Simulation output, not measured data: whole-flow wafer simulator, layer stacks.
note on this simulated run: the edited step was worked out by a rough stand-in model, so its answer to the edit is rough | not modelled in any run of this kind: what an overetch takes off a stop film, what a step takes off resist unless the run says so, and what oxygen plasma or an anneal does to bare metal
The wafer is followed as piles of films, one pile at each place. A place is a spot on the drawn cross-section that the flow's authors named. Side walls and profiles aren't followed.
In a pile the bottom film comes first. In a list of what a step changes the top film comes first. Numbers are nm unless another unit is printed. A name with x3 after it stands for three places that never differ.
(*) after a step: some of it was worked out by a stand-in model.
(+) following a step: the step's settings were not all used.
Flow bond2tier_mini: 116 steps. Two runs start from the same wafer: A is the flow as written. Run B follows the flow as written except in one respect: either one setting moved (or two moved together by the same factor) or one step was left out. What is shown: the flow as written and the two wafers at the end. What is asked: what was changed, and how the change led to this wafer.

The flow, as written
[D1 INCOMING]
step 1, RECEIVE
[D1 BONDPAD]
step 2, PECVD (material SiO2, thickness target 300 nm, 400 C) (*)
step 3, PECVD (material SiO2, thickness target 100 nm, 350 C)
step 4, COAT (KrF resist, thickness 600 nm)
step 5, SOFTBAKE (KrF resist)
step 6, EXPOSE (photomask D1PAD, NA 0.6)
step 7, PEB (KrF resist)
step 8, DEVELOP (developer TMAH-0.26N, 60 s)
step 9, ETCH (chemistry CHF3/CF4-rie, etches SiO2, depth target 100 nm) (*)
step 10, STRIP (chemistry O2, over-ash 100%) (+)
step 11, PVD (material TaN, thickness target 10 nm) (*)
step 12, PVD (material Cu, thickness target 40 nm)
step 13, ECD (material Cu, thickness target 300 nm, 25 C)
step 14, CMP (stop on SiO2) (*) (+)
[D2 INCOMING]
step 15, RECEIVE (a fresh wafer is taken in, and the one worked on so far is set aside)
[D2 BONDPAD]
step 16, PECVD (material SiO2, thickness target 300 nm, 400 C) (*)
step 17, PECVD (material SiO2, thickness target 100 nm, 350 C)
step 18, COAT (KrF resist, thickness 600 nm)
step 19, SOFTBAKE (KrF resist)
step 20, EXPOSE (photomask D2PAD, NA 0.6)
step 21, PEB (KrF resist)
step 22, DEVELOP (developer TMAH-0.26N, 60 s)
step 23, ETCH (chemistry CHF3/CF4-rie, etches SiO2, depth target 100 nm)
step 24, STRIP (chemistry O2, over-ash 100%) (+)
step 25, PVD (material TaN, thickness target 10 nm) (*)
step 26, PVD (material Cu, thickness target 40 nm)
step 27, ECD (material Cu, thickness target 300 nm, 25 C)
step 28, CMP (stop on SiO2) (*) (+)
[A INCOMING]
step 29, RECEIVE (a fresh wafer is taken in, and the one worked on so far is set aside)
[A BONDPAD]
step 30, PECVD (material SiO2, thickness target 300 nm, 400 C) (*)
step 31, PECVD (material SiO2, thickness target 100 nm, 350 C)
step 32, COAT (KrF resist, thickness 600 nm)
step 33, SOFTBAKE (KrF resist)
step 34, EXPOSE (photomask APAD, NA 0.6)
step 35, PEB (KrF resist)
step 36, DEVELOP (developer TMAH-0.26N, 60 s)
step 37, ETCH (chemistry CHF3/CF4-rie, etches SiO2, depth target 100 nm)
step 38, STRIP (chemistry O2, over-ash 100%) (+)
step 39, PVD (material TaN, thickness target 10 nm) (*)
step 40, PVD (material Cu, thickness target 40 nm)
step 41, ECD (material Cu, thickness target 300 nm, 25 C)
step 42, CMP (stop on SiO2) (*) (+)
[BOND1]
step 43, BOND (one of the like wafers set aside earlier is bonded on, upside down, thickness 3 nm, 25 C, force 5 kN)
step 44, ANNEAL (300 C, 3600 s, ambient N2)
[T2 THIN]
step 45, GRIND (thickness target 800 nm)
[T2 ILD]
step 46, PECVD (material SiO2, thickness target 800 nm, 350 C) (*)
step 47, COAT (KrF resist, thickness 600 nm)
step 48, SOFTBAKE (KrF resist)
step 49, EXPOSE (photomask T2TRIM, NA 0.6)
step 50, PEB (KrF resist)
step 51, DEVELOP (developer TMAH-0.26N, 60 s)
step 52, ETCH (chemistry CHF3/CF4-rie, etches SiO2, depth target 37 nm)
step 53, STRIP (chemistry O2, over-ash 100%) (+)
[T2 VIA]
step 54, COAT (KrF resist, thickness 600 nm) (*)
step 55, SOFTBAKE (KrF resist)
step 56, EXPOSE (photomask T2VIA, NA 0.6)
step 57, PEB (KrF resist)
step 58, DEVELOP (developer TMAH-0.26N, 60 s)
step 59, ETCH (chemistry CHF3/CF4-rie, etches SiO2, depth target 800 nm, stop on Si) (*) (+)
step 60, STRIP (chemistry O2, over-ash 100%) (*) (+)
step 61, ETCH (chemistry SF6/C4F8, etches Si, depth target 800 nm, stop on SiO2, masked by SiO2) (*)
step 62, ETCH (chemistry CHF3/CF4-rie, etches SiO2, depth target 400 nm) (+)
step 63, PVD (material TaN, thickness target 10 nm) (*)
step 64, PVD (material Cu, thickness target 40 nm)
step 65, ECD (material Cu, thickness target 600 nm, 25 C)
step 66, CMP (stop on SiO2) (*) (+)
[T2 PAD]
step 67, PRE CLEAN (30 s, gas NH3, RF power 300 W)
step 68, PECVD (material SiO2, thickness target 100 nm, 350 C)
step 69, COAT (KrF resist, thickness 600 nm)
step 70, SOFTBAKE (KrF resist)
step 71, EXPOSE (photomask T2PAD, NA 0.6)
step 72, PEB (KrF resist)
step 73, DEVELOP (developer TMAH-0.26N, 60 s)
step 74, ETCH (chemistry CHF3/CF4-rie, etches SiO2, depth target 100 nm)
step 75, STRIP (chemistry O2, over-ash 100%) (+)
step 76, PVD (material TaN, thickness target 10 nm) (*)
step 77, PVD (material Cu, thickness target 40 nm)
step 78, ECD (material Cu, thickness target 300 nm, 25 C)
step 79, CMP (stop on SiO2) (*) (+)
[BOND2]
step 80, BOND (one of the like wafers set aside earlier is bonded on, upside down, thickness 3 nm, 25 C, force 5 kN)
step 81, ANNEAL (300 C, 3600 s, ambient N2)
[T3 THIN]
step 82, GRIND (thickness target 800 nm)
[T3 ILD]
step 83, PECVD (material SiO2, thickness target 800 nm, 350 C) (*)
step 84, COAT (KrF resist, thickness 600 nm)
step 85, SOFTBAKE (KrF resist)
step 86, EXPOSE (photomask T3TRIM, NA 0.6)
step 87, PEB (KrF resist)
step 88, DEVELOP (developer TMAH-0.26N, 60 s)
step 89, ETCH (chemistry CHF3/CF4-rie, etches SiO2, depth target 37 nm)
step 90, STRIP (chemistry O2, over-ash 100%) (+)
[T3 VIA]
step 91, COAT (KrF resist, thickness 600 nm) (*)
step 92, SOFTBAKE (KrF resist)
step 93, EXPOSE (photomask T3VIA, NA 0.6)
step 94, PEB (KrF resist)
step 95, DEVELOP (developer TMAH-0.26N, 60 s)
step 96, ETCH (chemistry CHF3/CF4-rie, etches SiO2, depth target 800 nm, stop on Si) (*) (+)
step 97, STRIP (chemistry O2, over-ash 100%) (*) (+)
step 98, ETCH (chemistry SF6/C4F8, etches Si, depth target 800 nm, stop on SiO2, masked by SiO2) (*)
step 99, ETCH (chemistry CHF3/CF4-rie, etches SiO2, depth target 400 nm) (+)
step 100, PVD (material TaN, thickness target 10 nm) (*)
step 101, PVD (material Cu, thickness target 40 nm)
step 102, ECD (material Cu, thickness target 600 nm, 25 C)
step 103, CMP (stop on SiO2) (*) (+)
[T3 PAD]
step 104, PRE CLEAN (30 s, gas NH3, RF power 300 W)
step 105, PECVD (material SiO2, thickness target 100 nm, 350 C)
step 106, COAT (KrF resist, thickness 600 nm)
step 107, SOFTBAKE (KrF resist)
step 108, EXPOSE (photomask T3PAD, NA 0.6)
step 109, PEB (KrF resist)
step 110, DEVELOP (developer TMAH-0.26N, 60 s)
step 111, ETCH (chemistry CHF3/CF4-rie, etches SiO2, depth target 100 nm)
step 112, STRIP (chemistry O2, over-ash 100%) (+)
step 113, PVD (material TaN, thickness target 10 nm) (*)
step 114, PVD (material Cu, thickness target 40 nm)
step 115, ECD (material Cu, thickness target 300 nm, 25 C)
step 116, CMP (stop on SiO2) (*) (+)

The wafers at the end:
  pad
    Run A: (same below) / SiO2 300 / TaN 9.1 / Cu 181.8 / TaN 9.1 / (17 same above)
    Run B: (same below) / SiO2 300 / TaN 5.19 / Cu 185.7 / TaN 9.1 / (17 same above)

Cause: step 39, PVD: thickness target 5.7 nm was run, while the flow as written has thickness target 10 nm.

How this came from the change, step by step:
  step 39, PVD (material TaN, thickness target 10 nm) (*)
      field: A +10 TaN (new film) | B +5.7 TaN (new film)
      pad: A +9.1 TaN (new film) | B +5.19 TaN (new film)
      (as well as at 1 more place)
  step 42, CMP (stop on SiO2) (*) (+)
      field: A -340 Cu (all of it), -10 TaN (all of it) | B -340 Cu (all of it), -5.7 TaN (all of it)
